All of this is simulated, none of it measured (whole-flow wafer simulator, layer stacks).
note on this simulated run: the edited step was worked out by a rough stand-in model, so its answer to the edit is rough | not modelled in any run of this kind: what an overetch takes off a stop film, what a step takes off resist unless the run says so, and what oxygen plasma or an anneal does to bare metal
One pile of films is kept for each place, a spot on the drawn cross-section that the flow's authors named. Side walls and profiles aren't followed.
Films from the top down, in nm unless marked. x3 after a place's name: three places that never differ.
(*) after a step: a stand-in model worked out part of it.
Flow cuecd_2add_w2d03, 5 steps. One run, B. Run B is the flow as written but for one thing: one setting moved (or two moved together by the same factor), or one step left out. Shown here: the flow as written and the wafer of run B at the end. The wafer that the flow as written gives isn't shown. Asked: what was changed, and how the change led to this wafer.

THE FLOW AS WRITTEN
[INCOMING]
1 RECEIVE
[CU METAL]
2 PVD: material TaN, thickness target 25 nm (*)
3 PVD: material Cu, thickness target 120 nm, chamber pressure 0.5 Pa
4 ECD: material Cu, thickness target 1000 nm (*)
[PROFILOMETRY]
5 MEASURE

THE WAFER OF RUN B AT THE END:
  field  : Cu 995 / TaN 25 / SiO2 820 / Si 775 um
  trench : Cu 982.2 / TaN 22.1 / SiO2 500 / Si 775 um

The cause: step 4, ECD: thickness target 875 nm was run, where the flow has thickness target 1000 nm.

How the change led to this, step by step:
  4 ECD: material Cu, thickness target 1000 nm (*)
      field, trench: Cu +875 (as written it would be: Cu +1000)
